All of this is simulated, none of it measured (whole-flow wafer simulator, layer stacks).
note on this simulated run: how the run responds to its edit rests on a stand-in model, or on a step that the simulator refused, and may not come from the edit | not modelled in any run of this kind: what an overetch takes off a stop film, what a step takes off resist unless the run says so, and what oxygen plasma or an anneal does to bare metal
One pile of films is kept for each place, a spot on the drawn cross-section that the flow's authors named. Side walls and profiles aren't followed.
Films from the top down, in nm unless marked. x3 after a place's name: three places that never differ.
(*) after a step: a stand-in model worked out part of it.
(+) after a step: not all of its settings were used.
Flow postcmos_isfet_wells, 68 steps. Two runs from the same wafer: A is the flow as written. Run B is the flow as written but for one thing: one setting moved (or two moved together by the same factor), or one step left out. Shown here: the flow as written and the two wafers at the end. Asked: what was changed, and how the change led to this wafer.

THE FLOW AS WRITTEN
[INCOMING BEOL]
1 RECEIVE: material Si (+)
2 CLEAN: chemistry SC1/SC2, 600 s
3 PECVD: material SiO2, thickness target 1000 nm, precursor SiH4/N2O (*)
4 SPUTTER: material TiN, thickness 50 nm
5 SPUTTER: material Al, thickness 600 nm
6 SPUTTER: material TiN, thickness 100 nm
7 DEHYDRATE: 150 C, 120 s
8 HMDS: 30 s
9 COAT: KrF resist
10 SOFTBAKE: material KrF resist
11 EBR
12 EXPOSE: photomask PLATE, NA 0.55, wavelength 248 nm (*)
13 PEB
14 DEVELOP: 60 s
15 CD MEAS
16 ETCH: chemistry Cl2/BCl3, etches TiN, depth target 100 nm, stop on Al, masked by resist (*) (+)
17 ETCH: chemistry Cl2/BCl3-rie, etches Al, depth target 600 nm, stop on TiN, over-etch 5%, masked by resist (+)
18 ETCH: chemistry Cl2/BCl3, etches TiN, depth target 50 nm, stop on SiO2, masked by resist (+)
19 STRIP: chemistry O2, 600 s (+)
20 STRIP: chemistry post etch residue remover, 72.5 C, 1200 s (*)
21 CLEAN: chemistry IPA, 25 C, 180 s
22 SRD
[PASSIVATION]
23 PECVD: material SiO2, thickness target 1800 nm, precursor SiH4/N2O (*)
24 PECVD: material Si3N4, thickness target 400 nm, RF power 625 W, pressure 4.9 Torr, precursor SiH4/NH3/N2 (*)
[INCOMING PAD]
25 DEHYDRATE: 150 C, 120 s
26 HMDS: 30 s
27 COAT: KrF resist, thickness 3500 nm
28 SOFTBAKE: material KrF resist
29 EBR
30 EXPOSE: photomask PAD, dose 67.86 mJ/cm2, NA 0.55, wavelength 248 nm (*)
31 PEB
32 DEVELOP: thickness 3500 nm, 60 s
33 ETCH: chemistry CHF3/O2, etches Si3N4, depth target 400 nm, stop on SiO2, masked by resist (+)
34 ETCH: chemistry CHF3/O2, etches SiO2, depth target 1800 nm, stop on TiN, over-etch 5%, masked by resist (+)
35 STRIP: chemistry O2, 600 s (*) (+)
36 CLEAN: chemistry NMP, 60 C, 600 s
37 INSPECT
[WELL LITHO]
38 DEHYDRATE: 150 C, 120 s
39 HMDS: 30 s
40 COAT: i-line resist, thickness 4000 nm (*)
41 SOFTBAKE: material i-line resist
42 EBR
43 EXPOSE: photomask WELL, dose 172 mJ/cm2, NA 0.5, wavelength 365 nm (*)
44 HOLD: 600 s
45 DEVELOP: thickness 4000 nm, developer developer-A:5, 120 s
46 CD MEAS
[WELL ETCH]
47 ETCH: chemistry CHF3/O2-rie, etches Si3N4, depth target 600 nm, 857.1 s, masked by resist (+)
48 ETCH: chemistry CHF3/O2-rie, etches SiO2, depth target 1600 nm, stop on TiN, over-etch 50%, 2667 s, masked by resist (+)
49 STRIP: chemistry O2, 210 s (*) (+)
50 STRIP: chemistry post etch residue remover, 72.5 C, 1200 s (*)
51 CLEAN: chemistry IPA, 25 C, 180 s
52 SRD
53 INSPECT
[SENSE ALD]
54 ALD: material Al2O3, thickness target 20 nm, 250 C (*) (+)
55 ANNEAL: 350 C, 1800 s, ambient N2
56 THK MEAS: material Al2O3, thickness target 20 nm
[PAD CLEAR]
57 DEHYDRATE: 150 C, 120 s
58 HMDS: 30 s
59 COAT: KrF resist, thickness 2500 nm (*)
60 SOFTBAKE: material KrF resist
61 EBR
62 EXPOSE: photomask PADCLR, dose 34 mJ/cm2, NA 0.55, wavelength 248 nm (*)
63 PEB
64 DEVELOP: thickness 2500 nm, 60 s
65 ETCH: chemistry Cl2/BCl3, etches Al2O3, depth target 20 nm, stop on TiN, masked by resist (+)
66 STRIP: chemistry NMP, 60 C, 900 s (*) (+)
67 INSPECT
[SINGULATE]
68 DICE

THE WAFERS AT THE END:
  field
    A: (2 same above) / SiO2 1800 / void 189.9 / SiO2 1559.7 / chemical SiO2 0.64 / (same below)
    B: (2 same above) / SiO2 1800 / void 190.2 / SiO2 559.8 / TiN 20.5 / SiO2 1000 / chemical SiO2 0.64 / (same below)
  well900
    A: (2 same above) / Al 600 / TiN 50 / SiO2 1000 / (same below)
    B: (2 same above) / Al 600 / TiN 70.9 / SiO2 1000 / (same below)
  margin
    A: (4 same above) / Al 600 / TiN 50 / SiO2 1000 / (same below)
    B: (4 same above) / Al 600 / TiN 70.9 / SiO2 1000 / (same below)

The cause: step 4, SPUTTER: thickness 70.9 nm was run, where the flow has thickness 50 nm.
It can be read off the wafer: well900 has TiN 70.9, and step 4 as written asks for 50 nm.

How the change led to this, step by step:
  4 SPUTTER: material TiN, thickness 50 nm
      field, margin, well900, well1300 x3, pad_rim, pad_clr, pad_open: A TiN +50 (new film) | B TiN +70.9 (new film)
  18 ETCH: chemistry Cl2/BCl3, etches TiN, depth target 50 nm, stop on SiO2, masked by resist (+)
      field: A TiN -50 (all of it) | B TiN -50
  23 PECVD: material SiO2, thickness target 1800 nm, precursor SiH4/N2O (*)
      field: A SiO2 +1800 (new film), void +189.9 (new film), SiO2 +559.7 | B SiO2 +1800 (new film), void +190.2 (new film), SiO2 +559.8 (new film)
Counting metal films that touch as one body, field has 1 body; the flow as written gives 0 bodies.
